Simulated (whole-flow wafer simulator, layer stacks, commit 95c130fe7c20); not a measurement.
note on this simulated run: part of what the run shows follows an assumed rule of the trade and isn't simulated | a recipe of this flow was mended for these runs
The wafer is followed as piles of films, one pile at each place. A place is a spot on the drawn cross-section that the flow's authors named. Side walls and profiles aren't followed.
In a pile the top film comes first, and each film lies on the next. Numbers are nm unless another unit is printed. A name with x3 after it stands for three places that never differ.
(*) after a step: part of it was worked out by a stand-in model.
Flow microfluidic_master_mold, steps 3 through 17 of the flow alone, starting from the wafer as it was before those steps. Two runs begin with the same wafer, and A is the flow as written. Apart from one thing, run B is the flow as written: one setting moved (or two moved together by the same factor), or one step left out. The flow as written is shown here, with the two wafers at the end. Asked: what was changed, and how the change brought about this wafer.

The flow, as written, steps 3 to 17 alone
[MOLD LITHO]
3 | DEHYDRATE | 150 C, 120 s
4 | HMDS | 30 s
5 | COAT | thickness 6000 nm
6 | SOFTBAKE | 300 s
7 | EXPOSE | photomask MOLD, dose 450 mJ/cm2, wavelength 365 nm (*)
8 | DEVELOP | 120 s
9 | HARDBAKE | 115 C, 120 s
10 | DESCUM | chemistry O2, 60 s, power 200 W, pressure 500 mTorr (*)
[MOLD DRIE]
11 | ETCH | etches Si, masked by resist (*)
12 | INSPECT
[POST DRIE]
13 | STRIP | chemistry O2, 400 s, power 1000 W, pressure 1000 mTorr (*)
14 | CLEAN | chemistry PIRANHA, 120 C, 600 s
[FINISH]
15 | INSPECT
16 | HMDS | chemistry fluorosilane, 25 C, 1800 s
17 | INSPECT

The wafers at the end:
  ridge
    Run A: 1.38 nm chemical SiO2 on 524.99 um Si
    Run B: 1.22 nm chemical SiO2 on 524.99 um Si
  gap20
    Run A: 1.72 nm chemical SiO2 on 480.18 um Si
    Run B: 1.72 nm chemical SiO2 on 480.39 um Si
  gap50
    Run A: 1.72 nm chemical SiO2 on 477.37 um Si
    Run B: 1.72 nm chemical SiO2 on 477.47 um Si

What caused this: step 5, COAT: thickness 7440 nm was run, whereas the flow has thickness 6000 nm.

The path from the change to this, step by step:
  5 | COAT | thickness 6000 nm
      ridge, gap20, gap50, gap200 x2: A +6000 thick-i-line-resist (new film) | B +7440 thick-i-line-resist (new film)
  8 | DEVELOP | 120 s
      gap20, gap50, gap200 x2: A -6000 thick-i-line-resist (all of it) | B -7440 thick-i-line-resist (all of it)
  9 | HARDBAKE | 115 C, 120 s
      ridge: A -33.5 thick-i-line-resist | B -45.8 thick-i-line-resist
  11 | ETCH | etches Si, masked by resist (*)
      gap20: A -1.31 chemical SiO2 (all of it), -44.81 um Si | B -1.31 chemical SiO2 (all of it), -44.6 um Si
      gap50: A -1.31 chemical SiO2 (all of it), -47.62 um Si | B -1.31 chemical SiO2 (all of it), -47.52 um Si
  13 | STRIP | chemistry O2, 400 s, power 1000 W, pressure 1000 mTorr (*)
      ridge: A -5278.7 thick-i-line-resist (all of it), +0.78 chemical SiO2, -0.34 Si | B -6706.4 thick-i-line-resist (all of it), +0.62 chemical SiO2, -0.27 Si
